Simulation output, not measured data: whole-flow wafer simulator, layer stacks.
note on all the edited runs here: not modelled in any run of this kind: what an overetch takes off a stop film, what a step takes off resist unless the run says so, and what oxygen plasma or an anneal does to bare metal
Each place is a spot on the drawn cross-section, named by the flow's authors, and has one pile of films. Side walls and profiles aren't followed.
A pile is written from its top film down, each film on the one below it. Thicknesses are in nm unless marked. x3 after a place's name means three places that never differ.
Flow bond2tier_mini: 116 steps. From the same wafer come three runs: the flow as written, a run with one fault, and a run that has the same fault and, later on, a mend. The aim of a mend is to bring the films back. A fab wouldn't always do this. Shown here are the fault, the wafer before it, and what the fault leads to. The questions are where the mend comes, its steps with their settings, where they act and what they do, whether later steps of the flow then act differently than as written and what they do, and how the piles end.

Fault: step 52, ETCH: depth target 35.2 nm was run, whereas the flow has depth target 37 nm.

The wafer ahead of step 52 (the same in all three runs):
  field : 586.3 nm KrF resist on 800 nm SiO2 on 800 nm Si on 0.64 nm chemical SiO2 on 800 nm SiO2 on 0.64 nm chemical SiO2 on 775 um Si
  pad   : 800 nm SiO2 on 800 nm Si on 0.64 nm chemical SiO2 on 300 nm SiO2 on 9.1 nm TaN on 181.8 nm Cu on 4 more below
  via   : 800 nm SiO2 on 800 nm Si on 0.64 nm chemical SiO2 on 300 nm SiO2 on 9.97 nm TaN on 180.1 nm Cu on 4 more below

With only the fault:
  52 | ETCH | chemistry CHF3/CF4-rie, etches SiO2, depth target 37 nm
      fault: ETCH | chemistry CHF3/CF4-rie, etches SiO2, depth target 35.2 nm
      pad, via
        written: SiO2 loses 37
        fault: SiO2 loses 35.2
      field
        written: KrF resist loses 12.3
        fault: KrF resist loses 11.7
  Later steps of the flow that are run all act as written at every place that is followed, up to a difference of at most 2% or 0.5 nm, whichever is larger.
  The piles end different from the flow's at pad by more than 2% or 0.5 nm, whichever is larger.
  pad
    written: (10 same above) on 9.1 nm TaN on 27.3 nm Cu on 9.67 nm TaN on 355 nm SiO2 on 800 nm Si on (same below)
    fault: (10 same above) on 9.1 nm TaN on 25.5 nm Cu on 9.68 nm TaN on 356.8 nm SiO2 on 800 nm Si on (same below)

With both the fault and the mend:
  The mend follows step 52.
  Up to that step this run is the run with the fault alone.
  52a | ETCH | chemistry CHF3/CF4-rie, etches SiO2, depth target 1.8 nm (the flow's step 52, run once more with other settings)
      pad, via
        SiO2 loses 1.8
      field
        KrF resist loses 0.6
  Later steps of the flow that are run all act as written at every place that is followed.
  The piles end the same as the flow's at every place that both follow.
